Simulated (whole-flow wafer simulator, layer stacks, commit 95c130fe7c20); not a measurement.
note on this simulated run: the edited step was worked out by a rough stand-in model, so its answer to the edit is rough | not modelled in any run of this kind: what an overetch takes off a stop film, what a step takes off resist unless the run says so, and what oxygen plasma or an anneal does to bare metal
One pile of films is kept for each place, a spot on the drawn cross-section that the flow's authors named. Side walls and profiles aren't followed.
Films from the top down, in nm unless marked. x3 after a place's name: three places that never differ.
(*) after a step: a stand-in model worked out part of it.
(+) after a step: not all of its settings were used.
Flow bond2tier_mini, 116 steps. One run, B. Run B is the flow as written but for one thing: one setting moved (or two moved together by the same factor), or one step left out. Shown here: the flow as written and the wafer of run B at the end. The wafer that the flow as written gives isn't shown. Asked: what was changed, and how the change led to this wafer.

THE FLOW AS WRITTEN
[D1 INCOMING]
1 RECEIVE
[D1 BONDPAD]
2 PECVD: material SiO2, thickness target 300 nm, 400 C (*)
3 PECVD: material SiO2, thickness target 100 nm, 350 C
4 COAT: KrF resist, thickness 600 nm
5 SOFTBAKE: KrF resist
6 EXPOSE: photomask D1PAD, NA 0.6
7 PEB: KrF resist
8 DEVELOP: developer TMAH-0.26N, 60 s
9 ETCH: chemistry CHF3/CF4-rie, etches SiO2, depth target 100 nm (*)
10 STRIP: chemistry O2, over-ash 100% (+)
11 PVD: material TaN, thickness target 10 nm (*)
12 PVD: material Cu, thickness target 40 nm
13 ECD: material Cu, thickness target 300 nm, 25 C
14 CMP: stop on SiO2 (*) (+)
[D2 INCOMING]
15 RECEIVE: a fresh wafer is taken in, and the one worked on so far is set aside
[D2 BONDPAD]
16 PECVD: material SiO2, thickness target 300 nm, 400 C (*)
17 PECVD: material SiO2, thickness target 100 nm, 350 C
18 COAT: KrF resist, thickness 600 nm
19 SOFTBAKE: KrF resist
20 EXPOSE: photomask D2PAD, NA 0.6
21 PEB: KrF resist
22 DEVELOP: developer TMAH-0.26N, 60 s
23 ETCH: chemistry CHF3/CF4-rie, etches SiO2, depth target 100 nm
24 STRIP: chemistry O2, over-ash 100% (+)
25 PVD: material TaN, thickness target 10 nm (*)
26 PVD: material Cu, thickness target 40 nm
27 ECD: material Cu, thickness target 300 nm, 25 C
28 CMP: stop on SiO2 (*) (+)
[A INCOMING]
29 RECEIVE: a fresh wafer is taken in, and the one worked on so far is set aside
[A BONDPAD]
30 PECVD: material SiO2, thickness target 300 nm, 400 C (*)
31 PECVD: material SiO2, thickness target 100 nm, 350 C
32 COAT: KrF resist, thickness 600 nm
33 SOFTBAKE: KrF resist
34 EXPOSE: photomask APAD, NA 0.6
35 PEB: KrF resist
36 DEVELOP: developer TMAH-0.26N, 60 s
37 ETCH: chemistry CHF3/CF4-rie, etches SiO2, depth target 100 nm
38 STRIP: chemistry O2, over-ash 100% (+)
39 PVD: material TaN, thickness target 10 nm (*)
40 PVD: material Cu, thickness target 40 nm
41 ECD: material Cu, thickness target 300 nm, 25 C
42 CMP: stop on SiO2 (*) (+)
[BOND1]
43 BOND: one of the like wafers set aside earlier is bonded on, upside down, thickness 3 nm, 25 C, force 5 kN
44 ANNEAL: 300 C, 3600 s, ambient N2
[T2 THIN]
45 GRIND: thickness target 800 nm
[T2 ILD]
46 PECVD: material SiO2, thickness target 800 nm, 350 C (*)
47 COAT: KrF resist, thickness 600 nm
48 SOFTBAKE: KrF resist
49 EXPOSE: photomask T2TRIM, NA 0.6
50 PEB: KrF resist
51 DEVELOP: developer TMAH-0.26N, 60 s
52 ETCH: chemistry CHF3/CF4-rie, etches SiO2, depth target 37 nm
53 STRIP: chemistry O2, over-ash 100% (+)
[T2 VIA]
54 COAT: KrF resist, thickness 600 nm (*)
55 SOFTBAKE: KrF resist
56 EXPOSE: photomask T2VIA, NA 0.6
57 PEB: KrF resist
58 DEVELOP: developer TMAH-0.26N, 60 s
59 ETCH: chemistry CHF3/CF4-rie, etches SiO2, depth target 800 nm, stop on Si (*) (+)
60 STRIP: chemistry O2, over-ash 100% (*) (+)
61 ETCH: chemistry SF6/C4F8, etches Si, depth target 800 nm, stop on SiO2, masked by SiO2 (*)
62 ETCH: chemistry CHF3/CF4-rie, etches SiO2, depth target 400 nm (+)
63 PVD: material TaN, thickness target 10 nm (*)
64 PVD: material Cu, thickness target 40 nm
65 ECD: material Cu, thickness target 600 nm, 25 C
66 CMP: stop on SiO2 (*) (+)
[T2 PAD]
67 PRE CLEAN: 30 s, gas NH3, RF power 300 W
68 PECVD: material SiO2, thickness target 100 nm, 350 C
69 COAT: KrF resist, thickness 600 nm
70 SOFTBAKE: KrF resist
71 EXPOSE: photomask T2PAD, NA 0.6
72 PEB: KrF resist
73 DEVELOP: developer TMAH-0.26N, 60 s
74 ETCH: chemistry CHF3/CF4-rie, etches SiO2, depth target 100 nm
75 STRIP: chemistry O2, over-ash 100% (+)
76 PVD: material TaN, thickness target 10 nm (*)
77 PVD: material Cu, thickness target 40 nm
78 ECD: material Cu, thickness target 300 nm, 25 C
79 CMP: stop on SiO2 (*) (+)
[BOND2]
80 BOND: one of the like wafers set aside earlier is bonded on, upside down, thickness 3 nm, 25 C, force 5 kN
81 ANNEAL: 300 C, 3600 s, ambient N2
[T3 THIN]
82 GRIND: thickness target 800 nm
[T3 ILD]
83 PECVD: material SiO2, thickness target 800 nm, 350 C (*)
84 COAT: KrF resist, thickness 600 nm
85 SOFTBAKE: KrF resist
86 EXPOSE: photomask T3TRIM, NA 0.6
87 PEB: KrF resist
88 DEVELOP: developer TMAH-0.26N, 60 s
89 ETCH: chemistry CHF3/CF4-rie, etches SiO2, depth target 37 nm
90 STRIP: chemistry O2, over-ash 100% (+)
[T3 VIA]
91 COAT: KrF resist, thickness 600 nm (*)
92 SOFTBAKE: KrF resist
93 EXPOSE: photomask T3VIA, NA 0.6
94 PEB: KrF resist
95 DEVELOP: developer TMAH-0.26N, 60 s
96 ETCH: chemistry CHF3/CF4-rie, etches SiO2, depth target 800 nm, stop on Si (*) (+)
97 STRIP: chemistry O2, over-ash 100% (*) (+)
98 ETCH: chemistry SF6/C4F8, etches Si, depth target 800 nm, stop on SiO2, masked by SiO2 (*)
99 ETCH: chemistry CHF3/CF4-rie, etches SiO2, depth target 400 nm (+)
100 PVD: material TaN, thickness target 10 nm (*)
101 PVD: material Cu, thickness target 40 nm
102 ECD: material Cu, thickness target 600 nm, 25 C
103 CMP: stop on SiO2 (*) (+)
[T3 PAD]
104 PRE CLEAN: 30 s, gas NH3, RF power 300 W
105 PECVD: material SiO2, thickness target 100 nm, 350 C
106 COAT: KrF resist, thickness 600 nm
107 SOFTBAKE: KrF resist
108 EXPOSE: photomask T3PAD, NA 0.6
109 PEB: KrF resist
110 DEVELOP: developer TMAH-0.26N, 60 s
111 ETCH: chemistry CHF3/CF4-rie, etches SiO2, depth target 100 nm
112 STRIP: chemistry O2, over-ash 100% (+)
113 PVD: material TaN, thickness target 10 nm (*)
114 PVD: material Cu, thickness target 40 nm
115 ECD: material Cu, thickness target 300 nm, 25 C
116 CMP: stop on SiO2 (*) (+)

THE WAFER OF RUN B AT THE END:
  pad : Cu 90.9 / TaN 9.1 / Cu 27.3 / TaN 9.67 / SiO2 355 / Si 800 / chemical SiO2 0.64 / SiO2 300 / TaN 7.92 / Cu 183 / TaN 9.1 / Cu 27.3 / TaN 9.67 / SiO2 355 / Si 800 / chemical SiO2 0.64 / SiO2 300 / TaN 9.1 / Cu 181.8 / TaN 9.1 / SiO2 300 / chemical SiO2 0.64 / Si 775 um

The cause: step 25, PVD: thickness target 8.7 nm was run, where the flow has thickness target 10 nm.

How the change led to this, step by step:
  25 PVD: material TaN, thickness target 10 nm (*)
      field: TaN +8.7 (new film) (as written it would be: TaN +10 (new film))
      pad: TaN +7.92 (new film) (as written it would be: TaN +9.1 (new film))
      (and at 1 more place)
  28 CMP: stop on SiO2 (*) (+)
      field: Cu -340 (all of it), TaN -8.7 (all of it) (as written it would be: Cu -340 (all of it), TaN -10 (all of it))
  80 BOND: one of the like wafers set aside earlier is bonded on, upside down, thickness 3 nm, 25 C, force 5 kN
      pad: Si +775 um (new film), chemical SiO2 +0.64 (new film), SiO2 +300 (new film), TaN +7.92 (new film), Cu +92.1 (as written it would be: Si +775 um (new film), chemical SiO2 +0.64 (new film), SiO2 +300 (new film), TaN +9.1 (new film), Cu +90.9)
